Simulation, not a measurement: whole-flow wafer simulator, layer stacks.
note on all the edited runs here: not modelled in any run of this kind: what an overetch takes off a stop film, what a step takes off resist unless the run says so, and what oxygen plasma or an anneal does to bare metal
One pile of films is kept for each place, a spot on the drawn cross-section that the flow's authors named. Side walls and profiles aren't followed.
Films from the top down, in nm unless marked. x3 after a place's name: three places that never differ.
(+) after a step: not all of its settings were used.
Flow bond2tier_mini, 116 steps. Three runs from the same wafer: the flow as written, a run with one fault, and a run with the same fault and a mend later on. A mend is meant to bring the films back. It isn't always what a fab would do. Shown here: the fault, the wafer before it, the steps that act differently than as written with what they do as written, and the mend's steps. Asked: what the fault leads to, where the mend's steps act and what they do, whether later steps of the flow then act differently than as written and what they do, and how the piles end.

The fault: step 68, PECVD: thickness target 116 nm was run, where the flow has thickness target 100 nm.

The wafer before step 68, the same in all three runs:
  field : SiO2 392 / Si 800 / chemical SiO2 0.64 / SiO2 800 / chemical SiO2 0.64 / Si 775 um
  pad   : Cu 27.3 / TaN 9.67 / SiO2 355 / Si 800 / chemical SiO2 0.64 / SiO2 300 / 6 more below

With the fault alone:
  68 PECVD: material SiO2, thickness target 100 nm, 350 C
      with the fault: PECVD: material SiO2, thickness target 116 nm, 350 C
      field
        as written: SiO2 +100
        with the fault: SiO2 +116
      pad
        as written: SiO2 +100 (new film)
        with the fault: SiO2 +116 (new film)
  Later steps of the flow that act differently than as written:
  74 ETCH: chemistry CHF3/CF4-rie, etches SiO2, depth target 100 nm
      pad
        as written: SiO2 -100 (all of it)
        with the fault: SiO2 -100
  At the end the piles differ from the flow's by more than 2% or 0.5 nm, whichever is larger, at pad.
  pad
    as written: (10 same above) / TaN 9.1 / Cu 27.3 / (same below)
    with the fault: (10 same above) / TaN 9.1 / SiO2 16 / Cu 27.3 / (same below)

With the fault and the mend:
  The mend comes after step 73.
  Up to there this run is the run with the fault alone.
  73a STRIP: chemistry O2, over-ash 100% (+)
      field
        KrF resist -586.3 (all of it)
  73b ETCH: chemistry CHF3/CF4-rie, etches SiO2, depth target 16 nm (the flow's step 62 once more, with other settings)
      field, pad
        SiO2 -16
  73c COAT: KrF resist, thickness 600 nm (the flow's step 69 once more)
      field, pad
        KrF resist +600 (new film)
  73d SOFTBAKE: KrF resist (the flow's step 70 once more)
      changes no film at any place that is followed
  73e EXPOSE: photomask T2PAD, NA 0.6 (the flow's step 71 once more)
      changes no film at any place that is followed
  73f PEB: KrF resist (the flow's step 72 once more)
      changes no film at any place that is followed
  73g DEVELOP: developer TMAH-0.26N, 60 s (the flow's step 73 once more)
      field
        KrF resist -13.7
      pad
        KrF resist -600 (all of it)
  No later step of the flow acts differently than as written at any place that is followed.
  At the end the piles are the same as the flow's at every place that both follow.
